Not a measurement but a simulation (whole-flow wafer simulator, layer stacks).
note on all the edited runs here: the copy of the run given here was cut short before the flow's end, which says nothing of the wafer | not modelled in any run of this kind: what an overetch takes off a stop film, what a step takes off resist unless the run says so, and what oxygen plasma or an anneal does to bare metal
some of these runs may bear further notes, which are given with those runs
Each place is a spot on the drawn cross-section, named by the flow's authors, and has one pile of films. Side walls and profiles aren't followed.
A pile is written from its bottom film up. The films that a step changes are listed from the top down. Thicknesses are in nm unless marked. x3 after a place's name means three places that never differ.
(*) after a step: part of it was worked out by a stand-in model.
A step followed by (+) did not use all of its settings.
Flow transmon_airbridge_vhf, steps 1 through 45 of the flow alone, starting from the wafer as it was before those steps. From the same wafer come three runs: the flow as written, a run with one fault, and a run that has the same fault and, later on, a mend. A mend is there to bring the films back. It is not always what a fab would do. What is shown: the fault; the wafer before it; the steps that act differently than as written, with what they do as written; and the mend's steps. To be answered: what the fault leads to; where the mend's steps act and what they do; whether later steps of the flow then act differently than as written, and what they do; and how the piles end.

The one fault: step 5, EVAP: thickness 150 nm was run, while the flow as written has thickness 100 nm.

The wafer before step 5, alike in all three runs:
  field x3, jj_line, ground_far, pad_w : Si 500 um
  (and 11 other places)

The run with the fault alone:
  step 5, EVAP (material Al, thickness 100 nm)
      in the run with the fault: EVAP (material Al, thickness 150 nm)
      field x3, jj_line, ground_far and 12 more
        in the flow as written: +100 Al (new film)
        in the run with the fault: +150 Al (new film)
  Steps further on in the flow that do not act as written:
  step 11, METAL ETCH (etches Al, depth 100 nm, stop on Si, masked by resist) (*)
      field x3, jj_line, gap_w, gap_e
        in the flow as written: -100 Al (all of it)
        in the run with the fault: -100 Al
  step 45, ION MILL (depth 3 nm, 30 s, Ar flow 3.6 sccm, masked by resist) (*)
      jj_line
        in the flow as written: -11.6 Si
        in the run with the fault: -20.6 Al
  By the end, the piles at field x3, jj_line, ground_far and 12 more depart from the flow's by more than 2% or 0.5 nm, whichever is larger.
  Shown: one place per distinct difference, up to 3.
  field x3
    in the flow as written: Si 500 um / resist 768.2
    in the run with the fault: Si 500 um / Al 50 / resist 768.2
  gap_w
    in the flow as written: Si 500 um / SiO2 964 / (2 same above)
    in the run with the fault: Si 500 um / Al 50 / SiO2 964 / (2 same above)
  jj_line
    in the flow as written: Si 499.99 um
    in the run with the fault: Si 500 um / Al 29.4

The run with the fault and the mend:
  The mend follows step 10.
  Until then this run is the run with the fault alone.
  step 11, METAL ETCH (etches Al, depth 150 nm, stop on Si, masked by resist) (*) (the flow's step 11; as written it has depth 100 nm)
      ground_far, pad_w, flank_w and 8 more
        -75 i-line resist
      field x3, jj_line, gap_w, gap_e
        -150 Al (all of it)
  Steps further on in the flow that do not act as written (14 other steps are not shown; they differ only slightly, by no more than 2% or 0.5 nm, whichever is larger):
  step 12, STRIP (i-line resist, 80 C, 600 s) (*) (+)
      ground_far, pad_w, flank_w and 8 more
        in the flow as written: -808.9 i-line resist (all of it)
        in the run with the mend: -783.9 i-line resist (all of it)
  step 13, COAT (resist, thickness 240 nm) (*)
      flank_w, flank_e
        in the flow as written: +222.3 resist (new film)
        in the run with the mend: +215.1 resist (new film)
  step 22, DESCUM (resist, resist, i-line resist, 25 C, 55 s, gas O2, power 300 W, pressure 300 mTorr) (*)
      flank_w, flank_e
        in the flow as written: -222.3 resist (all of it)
        in the run with the mend: -215.1 resist (all of it)
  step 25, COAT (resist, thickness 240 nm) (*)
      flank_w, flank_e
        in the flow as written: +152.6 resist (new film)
        in the run with the mend: +147 resist (new film)
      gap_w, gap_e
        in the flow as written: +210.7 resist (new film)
        in the run with the mend: +215.6 resist (new film)
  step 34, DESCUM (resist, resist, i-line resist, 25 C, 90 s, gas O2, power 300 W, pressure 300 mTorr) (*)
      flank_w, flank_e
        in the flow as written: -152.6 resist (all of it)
        in the run with the mend: -147 resist (all of it)
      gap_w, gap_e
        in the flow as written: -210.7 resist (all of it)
        in the run with the mend: -215.6 resist (all of it)
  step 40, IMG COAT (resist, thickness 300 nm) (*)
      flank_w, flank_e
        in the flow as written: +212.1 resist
        in the run with the mend: +205.5 resist
  By the end, the piles at ground_far, pad_w, flank_w and 8 more depart from the flow's by more than 2% or 0.5 nm, whichever is larger.
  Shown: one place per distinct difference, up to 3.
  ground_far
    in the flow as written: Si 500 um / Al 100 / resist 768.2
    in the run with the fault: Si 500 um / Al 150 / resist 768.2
    in the run with the mend: Si 500 um / Al 150 / resist 768.2
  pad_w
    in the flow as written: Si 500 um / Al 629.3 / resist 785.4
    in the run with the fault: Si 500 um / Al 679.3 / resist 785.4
    in the run with the mend: Si 500 um / Al 679.3 / resist 783.6
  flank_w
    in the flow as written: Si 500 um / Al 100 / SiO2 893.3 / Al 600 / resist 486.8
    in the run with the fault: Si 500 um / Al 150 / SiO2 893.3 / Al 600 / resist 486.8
    in the run with the mend: Si 500 um / Al 150 / SiO2 893.7 / Al 600 / resist 474.5
